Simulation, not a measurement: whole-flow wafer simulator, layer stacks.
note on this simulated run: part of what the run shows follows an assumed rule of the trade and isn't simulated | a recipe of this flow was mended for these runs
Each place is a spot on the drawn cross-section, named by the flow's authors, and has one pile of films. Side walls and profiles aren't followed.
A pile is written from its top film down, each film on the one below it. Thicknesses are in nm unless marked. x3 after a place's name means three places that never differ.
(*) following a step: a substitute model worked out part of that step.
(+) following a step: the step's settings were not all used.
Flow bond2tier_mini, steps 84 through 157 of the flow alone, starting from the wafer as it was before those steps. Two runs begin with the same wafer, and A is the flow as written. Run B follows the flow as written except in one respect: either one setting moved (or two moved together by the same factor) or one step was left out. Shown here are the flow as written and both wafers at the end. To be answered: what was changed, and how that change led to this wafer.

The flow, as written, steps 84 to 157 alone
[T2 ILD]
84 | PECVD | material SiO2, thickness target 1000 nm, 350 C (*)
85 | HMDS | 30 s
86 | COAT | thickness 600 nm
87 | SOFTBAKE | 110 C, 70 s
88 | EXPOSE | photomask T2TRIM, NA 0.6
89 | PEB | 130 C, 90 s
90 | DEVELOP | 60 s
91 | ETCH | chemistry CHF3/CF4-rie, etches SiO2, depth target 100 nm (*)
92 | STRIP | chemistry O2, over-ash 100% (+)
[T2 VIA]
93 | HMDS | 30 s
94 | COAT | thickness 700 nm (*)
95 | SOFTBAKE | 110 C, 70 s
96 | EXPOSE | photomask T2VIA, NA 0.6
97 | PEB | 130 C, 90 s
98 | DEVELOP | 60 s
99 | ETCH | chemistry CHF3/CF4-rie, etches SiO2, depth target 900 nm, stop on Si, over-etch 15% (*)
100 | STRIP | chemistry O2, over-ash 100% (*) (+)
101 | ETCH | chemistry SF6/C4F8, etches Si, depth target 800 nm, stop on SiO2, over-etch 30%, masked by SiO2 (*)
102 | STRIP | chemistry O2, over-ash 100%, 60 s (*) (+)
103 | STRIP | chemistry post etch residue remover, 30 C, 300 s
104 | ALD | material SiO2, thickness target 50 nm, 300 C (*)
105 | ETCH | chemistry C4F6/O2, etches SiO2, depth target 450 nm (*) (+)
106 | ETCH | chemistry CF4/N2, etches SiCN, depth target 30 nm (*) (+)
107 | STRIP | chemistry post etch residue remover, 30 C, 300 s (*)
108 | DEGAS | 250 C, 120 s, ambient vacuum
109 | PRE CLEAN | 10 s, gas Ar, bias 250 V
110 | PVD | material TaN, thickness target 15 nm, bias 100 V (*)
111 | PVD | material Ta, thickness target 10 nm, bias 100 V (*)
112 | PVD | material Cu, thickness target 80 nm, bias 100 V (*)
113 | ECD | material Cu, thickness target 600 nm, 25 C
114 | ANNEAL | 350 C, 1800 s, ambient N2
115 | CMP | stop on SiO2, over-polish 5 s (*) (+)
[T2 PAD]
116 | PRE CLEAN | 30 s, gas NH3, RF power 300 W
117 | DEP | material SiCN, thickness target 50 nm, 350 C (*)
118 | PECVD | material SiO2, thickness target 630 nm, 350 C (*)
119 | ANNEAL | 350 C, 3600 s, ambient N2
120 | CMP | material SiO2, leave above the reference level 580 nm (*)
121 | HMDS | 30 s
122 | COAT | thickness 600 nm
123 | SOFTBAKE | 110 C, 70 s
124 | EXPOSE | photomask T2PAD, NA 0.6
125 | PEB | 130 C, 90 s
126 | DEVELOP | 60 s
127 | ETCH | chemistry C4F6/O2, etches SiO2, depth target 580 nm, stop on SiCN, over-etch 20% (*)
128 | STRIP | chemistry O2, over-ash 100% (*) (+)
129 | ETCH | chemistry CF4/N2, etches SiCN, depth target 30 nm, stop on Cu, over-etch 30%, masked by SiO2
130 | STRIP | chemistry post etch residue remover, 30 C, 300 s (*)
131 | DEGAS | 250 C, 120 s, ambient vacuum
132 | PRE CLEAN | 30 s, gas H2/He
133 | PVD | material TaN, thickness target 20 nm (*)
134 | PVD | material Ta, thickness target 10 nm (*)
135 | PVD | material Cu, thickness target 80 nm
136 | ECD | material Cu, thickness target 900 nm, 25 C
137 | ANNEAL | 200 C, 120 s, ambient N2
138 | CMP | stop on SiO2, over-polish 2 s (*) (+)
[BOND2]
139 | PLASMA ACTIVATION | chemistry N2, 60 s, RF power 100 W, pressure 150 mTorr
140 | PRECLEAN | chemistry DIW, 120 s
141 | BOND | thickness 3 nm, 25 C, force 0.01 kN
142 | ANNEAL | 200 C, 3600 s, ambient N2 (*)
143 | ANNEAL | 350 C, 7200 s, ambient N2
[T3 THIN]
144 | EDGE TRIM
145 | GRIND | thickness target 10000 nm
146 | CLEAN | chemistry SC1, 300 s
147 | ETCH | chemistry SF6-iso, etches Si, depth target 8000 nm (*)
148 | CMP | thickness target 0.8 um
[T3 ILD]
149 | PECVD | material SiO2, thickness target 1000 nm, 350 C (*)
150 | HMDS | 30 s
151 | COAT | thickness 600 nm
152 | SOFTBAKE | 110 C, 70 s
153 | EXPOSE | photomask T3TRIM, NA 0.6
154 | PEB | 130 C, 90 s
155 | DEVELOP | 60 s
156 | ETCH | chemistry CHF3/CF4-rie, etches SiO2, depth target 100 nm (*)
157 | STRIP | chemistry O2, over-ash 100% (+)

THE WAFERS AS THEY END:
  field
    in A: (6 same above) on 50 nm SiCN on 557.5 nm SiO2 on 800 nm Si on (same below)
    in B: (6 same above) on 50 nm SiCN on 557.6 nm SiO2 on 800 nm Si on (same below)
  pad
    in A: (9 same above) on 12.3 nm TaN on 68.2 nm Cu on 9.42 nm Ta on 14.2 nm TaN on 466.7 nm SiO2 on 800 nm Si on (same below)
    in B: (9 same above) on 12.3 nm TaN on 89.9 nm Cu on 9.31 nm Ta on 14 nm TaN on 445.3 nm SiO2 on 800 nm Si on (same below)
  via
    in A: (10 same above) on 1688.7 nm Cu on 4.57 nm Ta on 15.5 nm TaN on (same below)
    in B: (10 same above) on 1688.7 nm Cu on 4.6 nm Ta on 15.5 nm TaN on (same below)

Cause: step 91, ETCH: depth target 121.6 nm was run, while the flow as written has depth target 100 nm.

How this came from the change, step by step:
  91 | ETCH | chemistry CHF3/CF4-rie, etches SiO2, depth target 100 nm (*)
      pad, via: A -100 SiO2 | B -121.6 SiO2
      field: A -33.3 thick-KrF-resist | B -40.5 thick-KrF-resist
  99 | ETCH | chemistry CHF3/CF4-rie, etches SiO2, depth target 900 nm, stop on Si, over-etch 15% (*)
      field, pad: A -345 thick-KrF-resist | B -336.7 thick-KrF-resist
      via: A -900 SiO2 (all of it), -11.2 Si | B -878.4 SiO2 (all of it), -13 Si
  100 | STRIP | chemistry O2, over-ash 100% (*) (+)
      pad: A -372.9 thick-KrF-resist (all of it) | B -390.7 thick-KrF-resist (all of it)
  113 | ECD | material Cu, thickness target 600 nm, 25 C
      pad: A +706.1 Cu | B +728.8 Cu
